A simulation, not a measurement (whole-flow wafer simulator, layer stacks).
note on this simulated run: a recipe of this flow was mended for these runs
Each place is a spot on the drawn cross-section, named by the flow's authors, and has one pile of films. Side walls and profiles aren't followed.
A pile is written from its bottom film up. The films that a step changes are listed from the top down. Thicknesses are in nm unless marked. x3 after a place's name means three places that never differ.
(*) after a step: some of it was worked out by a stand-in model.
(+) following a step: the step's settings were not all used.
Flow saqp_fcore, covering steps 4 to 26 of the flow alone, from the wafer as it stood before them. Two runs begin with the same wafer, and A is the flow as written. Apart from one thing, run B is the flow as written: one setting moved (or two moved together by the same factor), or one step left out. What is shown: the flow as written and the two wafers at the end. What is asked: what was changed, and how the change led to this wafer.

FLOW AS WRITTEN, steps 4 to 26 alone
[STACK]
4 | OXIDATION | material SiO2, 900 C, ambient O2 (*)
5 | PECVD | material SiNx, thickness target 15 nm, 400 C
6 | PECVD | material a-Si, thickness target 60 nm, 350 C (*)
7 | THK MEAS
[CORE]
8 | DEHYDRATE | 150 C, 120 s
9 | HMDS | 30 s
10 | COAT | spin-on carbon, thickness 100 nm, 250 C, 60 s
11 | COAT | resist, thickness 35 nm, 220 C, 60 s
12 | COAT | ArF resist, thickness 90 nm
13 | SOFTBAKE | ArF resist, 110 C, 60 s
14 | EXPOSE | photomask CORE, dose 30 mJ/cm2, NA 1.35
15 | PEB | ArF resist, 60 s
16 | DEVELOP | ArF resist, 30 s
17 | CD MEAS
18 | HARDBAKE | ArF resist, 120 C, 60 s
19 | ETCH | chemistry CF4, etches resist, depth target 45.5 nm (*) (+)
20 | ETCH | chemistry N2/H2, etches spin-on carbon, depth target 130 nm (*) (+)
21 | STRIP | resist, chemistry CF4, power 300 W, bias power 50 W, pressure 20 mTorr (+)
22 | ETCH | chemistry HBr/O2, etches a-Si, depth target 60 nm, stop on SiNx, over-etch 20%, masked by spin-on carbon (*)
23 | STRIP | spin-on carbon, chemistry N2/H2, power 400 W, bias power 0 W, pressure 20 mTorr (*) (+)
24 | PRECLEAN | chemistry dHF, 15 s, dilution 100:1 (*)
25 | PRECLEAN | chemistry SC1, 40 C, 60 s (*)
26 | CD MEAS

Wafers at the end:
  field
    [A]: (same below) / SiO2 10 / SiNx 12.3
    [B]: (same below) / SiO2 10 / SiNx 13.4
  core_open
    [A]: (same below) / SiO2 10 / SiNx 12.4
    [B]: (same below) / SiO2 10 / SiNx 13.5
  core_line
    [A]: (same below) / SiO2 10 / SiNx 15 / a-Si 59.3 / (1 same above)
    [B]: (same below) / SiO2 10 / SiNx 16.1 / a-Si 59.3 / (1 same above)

Cause: step 5, PECVD: thickness target 16.1 nm was run, while the flow as written has thickness target 15 nm.
The wafer itself shows it: core_line has SiNx 16.1, and step 5 as written asks for 15 nm.

Step by step, how the change led to this:
  5 | PECVD | material SiNx, thickness target 15 nm, 400 C
      field, core_open, core_line: A +15 SiNx (new film) | B +16.1 SiNx (new film)
